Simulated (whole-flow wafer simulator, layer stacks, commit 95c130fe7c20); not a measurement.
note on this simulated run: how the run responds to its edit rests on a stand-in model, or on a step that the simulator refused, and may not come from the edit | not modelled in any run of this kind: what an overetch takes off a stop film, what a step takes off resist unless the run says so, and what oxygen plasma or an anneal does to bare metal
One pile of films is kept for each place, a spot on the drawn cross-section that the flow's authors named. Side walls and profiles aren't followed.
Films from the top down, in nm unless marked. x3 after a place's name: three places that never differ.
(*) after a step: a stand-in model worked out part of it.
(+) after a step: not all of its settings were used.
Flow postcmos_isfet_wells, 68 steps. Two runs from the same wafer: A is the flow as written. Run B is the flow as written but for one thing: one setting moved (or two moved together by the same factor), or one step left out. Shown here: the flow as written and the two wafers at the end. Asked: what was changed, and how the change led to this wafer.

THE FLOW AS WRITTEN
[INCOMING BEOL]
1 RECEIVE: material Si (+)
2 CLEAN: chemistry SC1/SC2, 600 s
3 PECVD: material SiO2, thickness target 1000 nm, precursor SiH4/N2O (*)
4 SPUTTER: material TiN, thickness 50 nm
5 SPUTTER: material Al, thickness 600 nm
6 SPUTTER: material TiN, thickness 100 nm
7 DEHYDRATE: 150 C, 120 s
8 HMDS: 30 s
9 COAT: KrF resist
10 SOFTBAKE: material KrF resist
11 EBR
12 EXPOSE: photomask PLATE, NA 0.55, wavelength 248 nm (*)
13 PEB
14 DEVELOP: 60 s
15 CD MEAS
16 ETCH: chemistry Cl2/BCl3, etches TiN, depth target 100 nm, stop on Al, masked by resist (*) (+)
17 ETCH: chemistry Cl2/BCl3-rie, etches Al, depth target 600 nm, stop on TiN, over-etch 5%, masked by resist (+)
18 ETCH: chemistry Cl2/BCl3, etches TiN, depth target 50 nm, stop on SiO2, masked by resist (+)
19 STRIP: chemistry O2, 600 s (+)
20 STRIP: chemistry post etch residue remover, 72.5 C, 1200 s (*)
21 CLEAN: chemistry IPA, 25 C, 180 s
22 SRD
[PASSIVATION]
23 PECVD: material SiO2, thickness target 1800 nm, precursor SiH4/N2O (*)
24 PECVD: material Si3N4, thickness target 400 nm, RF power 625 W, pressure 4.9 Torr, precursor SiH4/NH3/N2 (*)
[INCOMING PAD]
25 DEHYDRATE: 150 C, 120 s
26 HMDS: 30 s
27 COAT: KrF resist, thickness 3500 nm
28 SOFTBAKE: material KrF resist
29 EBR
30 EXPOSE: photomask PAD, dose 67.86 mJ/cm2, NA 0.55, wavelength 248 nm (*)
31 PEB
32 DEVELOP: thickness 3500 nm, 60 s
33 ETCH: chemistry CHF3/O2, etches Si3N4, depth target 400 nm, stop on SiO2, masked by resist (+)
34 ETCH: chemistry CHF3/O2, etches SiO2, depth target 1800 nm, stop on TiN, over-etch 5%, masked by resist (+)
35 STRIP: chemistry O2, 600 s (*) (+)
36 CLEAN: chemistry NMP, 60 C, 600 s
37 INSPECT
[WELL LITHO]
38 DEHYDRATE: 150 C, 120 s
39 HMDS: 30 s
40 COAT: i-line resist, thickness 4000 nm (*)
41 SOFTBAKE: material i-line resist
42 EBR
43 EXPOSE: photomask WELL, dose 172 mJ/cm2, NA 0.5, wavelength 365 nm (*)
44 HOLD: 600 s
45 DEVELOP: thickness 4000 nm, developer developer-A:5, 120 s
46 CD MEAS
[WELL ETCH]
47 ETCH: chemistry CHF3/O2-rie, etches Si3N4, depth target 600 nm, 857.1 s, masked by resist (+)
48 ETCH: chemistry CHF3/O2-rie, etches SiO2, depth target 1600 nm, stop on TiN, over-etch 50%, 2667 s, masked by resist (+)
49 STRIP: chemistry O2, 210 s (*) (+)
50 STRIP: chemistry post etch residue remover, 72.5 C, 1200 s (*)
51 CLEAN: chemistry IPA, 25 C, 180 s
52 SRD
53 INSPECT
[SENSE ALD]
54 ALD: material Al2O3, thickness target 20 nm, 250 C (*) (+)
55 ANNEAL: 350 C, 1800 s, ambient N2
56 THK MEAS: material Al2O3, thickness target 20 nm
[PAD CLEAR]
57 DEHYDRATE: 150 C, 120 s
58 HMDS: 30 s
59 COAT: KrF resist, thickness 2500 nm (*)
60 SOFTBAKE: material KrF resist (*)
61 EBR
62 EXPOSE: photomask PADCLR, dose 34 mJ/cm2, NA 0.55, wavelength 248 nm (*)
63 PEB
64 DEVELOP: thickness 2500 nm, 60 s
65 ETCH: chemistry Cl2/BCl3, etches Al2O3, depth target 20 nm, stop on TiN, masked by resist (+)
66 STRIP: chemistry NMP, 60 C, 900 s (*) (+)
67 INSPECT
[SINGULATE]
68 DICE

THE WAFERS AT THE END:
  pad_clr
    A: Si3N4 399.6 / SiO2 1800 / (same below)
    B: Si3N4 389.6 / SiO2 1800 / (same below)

The cause: step 65, ETCH: depth target 30 nm was run, where the flow has depth target 20 nm.

How the change led to this, step by step:
  65 ETCH: chemistry Cl2/BCl3, etches Al2O3, depth target 20 nm, stop on TiN, masked by resist (+)
      pad_clr: A Al2O3 -20 (all of it) | B Al2O3 -20 (all of it), Si3N4 -10
      field, margin, pad_rim: A KrF resist -25 | B KrF resist -37.5
